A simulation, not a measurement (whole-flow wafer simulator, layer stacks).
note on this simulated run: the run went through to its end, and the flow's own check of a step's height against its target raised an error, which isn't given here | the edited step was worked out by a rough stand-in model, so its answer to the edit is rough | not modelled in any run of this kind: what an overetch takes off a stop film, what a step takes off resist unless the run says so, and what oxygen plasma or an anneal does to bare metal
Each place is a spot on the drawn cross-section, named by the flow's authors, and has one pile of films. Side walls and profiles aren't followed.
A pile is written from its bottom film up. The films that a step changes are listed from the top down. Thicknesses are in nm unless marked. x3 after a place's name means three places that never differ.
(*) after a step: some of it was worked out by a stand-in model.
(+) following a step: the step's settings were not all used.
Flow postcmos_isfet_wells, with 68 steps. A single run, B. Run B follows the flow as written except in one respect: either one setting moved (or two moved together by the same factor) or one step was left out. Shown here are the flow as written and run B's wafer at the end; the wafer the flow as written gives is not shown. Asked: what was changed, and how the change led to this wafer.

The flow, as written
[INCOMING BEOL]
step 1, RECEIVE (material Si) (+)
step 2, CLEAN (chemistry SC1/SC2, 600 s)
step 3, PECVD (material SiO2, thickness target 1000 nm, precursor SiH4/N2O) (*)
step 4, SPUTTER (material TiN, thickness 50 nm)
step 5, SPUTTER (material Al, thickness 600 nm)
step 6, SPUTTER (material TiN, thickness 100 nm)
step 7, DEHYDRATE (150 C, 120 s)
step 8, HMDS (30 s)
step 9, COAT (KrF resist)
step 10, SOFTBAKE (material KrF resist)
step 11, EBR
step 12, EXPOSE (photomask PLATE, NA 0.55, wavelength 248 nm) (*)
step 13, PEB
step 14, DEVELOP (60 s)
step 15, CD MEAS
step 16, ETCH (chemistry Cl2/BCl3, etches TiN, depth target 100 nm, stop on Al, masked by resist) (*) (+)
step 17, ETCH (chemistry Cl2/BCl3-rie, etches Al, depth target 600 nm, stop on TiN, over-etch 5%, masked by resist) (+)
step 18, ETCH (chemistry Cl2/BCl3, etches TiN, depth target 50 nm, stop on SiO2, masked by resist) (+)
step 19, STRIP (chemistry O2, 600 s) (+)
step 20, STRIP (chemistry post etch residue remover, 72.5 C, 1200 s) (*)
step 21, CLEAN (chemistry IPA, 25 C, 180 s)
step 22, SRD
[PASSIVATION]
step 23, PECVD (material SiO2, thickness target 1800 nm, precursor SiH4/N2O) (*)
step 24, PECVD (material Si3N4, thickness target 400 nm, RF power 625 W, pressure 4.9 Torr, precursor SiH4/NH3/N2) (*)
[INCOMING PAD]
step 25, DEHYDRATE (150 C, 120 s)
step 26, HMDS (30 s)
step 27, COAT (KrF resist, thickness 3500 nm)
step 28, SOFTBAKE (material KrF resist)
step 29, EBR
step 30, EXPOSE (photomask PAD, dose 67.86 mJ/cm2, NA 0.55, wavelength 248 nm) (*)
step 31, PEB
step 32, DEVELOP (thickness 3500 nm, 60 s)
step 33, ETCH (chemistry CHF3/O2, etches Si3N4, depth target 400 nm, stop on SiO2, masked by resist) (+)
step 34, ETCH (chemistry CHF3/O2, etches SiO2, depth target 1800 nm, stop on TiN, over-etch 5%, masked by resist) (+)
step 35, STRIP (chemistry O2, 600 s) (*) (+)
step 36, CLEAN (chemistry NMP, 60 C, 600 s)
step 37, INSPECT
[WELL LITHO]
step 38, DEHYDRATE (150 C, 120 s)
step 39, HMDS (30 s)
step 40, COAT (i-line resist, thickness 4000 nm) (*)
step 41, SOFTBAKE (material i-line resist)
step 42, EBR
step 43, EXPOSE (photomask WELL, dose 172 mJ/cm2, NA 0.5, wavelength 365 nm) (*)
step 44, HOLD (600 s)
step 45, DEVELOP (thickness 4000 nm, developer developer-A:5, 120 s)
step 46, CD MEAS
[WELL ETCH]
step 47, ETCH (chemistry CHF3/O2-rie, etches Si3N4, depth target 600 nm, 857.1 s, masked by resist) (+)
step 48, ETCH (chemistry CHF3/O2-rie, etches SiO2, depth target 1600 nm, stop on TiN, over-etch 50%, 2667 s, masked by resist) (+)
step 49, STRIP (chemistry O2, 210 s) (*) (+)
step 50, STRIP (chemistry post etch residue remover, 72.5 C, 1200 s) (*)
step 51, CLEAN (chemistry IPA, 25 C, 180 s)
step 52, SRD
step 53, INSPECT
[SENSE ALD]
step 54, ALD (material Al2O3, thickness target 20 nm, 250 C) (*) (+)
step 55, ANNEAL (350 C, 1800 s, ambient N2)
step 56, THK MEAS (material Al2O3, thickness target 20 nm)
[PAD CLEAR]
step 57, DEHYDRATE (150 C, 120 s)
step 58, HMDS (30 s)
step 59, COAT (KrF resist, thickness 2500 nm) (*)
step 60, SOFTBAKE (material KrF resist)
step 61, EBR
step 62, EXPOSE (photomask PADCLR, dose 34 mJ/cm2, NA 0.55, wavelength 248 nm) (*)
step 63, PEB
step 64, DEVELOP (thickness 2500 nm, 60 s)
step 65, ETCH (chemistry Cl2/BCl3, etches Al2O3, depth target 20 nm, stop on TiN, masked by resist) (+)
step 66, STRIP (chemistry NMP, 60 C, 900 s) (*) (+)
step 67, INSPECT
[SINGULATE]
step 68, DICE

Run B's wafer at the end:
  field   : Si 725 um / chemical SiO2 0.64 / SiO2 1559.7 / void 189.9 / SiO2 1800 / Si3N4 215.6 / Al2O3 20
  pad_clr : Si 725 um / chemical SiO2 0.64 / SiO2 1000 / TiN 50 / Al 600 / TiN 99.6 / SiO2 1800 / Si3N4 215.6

What caused this: step 24, PECVD: thickness target 216 nm was run, while the flow as written has thickness target 400 nm.

Step by step, how the change led to this:
  step 24, PECVD (material Si3N4, thickness target 400 nm, RF power 625 W, pressure 4.9 Torr, precursor SiH4/NH3/N2) (*)
      field, margin, well900, well1300 x3, pad_rim, pad_clr, pad_open: Si3N4 gains 216 (new film) (as written it would have been: Si3N4 gains 400 (new film))
  step 33, ETCH (chemistry CHF3/O2, etches Si3N4, depth target 400 nm, stop on SiO2, masked by resist) (+)
      field, margin, well900, well1300 x3, pad_rim, pad_clr: KrF resist loses 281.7 (as written it would have been: KrF resist loses 347.8)
      pad_open: Si3N4 loses 216 (all of it) (as written it would have been: Si3N4 loses 400 (all of it))
  step 35, STRIP (chemistry O2, 600 s) (*) (+)
      field, margin, well900, well1300 x3, pad_rim, pad_clr: KrF resist loses 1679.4 (all of it) (as written it would have been: KrF resist loses 1613.3 (all of it))
  step 41, SOFTBAKE (material i-line resist)
      pad_clr: i-line resist loses 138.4 (as written it would have been: i-line resist loses 156.7)
      pad_open: i-line resist gains 107.1 (as written it would have been: i-line resist gains 115.3)
  step 47, ETCH (chemistry CHF3/O2-rie, etches Si3N4, depth target 600 nm, 857.1 s, masked by resist) (+)
      well900, well1300 x3: Si3N4 loses 216 (all of it), SiO2 loses 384 (as written it would have been: Si3N4 loses 400 (all of it), SiO2 loses 200)
  step 48, ETCH (chemistry CHF3/O2-rie, etches SiO2, depth target 1600 nm, stop on TiN, over-etch 50%, 2667 s, masked by resist) (+)
      well900, well1300 x3: SiO2 loses 1416 (all of it) (as written it would have been: SiO2 loses 1600 (all of it))
  step 49, STRIP (chemistry O2, 210 s) (*) (+)
      pad_clr: i-line resist loses 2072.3 (all of it) (as written it would have been: i-line resist loses 1996.5 (all of it))
  step 59, COAT (KrF resist, thickness 2500 nm) (*)
      field: KrF resist gains 1536.9 (new film) (as written it would have been: KrF resist gains 1449 (new film))
      margin: KrF resist gains 1536.8 (new film) (as written it would have been: KrF resist gains 1448.9 (new film))
      (also at 2 further places)
  step 63, PEB
      field, margin: KrF resist loses 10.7 (as written it would have been: KrF resist loses 10.1)
  step 64, DEVELOP (thickness 2500 nm, 60 s)
      pad_clr: KrF resist loses 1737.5 (all of it) (as written it would have been: KrF resist loses 1676 (all of it))
  step 66, STRIP (chemistry NMP, 60 C, 900 s) (*) (+)
      field: KrF resist loses 1487.4 (all of it) (as written it would have been: KrF resist loses 1400.1 (all of it))
      margin: KrF resist loses 1487.3 (all of it) (as written it would have been: KrF resist loses 1400.1 (all of it))
      (also at 1 further place)
